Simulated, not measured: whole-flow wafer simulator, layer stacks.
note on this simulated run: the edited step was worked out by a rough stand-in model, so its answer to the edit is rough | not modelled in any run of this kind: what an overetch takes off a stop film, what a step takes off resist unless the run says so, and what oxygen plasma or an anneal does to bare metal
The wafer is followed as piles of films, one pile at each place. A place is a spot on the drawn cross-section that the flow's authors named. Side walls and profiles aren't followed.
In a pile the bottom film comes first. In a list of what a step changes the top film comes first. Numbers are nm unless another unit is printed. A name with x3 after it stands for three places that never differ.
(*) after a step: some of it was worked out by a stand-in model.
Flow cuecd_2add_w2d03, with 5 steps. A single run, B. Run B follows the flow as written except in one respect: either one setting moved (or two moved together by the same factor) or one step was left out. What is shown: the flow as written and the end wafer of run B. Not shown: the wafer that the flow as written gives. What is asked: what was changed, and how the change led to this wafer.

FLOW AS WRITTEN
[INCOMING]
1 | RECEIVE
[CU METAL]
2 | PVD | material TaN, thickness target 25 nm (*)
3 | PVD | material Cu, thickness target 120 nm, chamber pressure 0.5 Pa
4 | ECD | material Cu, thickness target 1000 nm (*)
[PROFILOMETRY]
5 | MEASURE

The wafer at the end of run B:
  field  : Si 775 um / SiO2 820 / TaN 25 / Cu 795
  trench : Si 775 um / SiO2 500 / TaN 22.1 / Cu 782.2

Cause: step 4, ECD: thickness target 675 nm was run, whereas the flow has thickness target 1000 nm.

How this came from the change, step by step:
  4 | ECD | material Cu, thickness target 1000 nm (*)
      field, trench: +675 Cu (as written it would have been: +1000 Cu)
